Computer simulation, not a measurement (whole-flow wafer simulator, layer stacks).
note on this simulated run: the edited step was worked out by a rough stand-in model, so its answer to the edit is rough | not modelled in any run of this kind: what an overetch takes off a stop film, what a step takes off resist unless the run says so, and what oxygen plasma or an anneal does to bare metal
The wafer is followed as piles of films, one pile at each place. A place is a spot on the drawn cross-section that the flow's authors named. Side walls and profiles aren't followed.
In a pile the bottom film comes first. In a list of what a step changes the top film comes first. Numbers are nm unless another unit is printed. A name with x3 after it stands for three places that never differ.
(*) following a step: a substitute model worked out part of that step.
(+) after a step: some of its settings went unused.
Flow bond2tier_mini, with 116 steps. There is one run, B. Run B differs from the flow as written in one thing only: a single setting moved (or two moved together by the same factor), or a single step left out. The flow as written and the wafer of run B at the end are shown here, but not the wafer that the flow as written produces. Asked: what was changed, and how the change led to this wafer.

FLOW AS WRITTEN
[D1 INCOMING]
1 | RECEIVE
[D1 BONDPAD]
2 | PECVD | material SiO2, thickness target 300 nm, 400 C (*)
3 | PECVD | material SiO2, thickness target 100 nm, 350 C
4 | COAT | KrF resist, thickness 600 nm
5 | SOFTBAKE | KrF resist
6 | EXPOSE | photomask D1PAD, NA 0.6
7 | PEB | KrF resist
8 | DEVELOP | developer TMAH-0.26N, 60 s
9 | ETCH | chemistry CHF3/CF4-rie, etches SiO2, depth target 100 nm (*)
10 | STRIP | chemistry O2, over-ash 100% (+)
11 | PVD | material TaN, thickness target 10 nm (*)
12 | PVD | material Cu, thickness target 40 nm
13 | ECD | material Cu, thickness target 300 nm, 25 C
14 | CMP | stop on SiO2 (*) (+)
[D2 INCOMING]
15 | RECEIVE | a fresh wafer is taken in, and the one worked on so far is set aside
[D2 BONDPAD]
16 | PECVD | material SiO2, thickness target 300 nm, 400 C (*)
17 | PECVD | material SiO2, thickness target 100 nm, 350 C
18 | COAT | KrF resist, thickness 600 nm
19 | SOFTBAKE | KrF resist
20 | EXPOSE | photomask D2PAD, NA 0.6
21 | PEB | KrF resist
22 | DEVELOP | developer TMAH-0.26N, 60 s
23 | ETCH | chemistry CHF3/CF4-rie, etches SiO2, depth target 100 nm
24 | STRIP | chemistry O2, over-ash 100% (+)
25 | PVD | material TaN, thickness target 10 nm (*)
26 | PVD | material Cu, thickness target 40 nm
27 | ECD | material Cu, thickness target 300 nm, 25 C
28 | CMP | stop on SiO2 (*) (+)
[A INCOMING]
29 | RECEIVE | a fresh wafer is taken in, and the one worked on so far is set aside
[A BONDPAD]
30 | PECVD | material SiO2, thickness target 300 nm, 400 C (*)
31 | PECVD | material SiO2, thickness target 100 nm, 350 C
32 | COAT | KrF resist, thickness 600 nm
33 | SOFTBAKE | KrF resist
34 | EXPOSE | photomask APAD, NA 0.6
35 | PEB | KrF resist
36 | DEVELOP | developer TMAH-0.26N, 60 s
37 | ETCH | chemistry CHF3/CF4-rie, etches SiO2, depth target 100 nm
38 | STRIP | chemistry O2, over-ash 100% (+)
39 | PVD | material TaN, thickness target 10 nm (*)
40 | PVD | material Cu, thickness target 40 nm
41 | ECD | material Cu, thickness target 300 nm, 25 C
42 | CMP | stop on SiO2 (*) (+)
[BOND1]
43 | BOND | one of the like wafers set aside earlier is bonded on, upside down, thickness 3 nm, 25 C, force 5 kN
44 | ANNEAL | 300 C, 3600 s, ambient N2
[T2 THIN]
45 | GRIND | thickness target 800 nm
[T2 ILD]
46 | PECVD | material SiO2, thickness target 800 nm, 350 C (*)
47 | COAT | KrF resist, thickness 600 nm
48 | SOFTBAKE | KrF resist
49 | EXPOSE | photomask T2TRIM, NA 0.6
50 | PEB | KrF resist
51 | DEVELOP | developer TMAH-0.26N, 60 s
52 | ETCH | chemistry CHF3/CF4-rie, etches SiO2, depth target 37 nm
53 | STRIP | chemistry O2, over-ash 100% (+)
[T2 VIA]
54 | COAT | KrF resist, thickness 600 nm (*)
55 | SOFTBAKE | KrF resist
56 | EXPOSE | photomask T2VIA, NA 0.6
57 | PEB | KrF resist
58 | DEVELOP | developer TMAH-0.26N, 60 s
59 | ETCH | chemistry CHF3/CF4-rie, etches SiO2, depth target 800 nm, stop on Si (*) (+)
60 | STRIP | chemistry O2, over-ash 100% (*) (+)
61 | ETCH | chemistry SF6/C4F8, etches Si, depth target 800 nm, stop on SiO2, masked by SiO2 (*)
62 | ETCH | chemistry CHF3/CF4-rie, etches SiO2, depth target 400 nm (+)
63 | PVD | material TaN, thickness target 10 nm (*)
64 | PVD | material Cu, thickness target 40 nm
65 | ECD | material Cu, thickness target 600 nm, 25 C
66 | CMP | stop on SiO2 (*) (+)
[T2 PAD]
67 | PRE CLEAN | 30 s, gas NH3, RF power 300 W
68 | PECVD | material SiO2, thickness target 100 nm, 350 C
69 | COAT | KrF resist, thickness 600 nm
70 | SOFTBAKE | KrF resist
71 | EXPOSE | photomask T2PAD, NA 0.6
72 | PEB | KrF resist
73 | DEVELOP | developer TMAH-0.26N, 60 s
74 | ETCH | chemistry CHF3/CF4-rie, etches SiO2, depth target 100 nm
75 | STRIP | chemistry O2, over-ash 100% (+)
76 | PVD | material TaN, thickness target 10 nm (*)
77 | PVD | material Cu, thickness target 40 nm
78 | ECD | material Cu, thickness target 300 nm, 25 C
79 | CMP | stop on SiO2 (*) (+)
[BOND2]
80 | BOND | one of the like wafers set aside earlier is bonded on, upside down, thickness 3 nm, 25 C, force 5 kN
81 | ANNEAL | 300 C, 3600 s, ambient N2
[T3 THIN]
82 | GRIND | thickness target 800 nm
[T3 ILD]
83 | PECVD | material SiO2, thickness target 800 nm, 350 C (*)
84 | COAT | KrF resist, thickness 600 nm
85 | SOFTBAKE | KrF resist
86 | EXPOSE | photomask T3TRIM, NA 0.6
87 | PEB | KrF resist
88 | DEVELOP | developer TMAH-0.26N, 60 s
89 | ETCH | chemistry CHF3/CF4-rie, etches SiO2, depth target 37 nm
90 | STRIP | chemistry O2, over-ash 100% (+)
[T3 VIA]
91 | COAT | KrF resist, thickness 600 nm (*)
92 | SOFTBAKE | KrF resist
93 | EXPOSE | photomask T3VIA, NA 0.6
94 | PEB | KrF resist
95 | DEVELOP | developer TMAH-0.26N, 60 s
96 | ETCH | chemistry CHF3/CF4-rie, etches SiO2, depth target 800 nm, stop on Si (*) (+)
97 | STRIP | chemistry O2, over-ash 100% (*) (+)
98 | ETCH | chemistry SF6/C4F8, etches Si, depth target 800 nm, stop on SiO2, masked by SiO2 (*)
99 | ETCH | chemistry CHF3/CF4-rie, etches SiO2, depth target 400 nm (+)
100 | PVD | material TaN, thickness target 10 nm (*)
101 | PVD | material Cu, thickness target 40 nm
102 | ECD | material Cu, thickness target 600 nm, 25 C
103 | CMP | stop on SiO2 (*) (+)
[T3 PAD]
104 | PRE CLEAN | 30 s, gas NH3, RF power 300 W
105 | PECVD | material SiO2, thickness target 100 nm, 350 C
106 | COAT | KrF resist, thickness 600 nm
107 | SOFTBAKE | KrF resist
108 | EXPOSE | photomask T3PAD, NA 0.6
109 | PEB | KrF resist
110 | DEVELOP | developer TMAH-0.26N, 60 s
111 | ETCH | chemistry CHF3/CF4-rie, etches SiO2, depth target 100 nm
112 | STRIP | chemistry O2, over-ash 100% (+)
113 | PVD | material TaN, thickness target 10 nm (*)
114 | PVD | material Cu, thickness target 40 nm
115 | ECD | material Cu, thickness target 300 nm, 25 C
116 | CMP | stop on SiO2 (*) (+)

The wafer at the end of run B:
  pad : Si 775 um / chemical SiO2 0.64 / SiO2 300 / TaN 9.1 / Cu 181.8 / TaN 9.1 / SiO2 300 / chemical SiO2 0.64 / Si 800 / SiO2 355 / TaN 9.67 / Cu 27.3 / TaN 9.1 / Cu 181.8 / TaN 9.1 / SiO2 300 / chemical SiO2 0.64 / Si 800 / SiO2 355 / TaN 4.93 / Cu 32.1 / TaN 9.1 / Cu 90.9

What caused this: step 100, PVD: thickness target 5.1 nm was run, whereas the flow has thickness target 10 nm.

Step by step, how the change led to this:
  100 | PVD | material TaN, thickness target 10 nm (*)
      field: +5.1 TaN (new film) (as written it would have been: +10 TaN (new film))
      pad: +4.93 TaN (new film) (as written it would have been: +9.67 TaN (new film))
  103 | CMP | stop on SiO2 (*) (+)
      field: -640 Cu (all of it), -5.1 TaN (all of it) (as written it would have been: -640 Cu (all of it), -10 TaN (all of it))
